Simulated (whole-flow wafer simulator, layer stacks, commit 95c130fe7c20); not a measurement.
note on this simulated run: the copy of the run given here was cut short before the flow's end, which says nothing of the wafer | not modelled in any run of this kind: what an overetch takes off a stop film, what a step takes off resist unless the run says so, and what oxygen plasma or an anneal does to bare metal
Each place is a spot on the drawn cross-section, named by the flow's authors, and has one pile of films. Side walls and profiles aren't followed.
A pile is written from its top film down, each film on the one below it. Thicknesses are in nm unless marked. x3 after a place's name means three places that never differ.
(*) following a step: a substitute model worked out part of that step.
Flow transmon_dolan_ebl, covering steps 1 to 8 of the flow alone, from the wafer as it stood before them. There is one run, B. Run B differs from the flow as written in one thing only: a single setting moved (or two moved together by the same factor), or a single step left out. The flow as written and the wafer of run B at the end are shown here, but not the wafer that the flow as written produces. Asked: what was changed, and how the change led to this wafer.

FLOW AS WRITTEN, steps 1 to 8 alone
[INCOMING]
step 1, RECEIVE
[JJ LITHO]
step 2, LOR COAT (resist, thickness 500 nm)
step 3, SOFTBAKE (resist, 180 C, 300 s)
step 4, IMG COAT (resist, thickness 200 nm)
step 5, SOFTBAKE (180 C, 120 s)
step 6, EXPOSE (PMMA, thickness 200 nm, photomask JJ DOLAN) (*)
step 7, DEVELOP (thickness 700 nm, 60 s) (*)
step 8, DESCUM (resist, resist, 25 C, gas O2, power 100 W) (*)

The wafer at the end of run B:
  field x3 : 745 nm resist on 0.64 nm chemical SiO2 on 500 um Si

What caused this: step 4, IMG COAT: thickness 260 nm was run, while the flow as written has thickness 200 nm.

How this came from the change, step by step:
  step 4, IMG COAT (resist, thickness 200 nm)
      field x3, jj_line: resist gains 260 (it would be, as written: resist gains 200)
  step 7, DEVELOP (thickness 700 nm, 60 s) (*)
      jj_line: resist loses 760 (all of it) (it would be, as written: resist loses 700 (all of it))
